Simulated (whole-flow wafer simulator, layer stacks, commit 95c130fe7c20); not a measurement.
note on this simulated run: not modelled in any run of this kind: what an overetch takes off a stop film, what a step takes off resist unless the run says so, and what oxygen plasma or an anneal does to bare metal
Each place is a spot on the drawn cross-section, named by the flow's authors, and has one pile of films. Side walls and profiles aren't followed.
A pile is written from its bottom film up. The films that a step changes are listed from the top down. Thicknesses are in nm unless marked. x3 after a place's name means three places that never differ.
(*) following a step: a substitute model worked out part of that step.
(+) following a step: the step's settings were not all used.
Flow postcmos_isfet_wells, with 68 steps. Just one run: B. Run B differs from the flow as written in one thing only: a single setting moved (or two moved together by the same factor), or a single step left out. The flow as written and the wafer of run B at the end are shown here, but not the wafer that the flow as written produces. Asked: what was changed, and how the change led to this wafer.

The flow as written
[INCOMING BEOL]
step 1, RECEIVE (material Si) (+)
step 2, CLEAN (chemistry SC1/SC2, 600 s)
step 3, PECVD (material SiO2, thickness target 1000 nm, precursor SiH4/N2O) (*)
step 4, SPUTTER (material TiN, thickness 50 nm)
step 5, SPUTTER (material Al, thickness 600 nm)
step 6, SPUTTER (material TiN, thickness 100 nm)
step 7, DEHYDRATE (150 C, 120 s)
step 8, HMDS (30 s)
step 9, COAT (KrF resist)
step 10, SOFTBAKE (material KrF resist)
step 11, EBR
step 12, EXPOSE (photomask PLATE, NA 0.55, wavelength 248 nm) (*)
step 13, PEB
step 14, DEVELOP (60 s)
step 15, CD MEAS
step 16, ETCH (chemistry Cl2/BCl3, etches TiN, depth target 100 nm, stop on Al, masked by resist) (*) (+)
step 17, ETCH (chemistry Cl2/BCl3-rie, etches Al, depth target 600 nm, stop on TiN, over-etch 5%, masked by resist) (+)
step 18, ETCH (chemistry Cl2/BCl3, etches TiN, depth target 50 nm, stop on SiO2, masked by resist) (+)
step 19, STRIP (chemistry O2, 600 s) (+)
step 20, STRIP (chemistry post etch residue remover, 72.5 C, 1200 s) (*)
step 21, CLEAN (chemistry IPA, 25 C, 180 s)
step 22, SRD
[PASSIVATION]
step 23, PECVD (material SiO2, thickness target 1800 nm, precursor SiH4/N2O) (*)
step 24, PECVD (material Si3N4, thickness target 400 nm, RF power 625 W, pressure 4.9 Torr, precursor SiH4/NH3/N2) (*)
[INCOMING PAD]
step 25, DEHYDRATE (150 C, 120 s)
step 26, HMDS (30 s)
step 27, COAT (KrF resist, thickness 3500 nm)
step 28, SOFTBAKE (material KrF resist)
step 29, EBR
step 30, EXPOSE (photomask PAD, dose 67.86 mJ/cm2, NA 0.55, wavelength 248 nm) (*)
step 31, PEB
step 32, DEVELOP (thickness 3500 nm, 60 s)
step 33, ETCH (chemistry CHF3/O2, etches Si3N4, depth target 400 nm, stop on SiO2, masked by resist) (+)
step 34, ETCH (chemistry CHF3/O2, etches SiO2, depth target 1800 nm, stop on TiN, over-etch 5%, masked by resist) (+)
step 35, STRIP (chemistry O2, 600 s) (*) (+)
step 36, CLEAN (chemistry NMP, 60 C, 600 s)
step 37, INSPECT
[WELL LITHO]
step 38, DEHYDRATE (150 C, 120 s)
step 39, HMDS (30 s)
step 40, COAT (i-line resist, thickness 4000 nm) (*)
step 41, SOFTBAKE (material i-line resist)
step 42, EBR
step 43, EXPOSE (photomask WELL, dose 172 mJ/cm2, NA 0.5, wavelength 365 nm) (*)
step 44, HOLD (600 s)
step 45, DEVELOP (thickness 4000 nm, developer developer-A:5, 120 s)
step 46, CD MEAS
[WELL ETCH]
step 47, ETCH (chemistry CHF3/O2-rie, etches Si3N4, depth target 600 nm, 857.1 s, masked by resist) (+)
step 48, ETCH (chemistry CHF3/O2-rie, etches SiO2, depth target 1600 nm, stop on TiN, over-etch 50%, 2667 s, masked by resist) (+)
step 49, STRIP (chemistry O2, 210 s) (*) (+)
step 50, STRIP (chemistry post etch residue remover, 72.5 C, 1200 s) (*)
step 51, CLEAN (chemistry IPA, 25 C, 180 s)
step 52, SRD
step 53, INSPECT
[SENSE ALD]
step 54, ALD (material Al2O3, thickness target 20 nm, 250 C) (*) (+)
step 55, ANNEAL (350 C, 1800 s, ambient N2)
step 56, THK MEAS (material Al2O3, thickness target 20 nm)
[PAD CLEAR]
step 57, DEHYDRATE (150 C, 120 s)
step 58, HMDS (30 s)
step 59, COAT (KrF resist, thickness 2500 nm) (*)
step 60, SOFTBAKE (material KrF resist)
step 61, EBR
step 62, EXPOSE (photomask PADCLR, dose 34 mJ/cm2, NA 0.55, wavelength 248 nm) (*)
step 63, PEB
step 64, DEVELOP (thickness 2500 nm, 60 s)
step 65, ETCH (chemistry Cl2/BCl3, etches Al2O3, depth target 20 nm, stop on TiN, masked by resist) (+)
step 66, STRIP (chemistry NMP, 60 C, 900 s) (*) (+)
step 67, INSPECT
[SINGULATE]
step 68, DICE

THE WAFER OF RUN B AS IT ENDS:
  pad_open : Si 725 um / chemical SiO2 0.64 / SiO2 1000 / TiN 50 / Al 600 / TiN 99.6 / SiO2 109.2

The reason: step 33, ETCH: depth target 296 nm was run, while the flow as written has depth target 400 nm.

The path from the change to this, step by step:
  step 33, ETCH (chemistry CHF3/O2, etches Si3N4, depth target 400 nm, stop on SiO2, masked by resist) (+)
      pad_open: -296 Si3N4 (it would be, as written: -400 Si3N4 (all of it))
      field, margin, well900, well1300 x3, pad_rim, pad_clr: -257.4 KrF resist (it would be, as written: -347.8 KrF resist)
  step 34, ETCH (chemistry CHF3/O2, etches SiO2, depth target 1800 nm, stop on TiN, over-etch 5%, masked by resist) (+)
      pad_open: -104 Si3N4 (all of it), -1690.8 SiO2 (it would be, as written: -1800 SiO2 (all of it))
  step 35, STRIP (chemistry O2, 600 s) (*) (+)
      field, margin, well900, well1300 x3, pad_rim, pad_clr: -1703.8 KrF resist (all of it) (it would be, as written: -1613.3 KrF resist (all of it))
  step 41, SOFTBAKE (material i-line resist)
      pad_clr: -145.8 i-line resist (it would be, as written: -156.7 i-line resist)
      pad_open: +110.5 i-line resist (it would be, as written: +115.3 i-line resist)
  step 49, STRIP (chemistry O2, 210 s) (*) (+)
      pad_clr: -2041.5 i-line resist (all of it) (it would be, as written: -1996.5 i-line resist (all of it))
  step 59, COAT (KrF resist, thickness 2500 nm) (*)
      pad_clr: +1728.2 KrF resist (new film) (it would be, as written: +1691.6 KrF resist (new film))
  step 64, DEVELOP (thickness 2500 nm, 60 s)
      pad_clr: -1712.5 KrF resist (all of it) (it would be, as written: -1676 KrF resist (all of it))
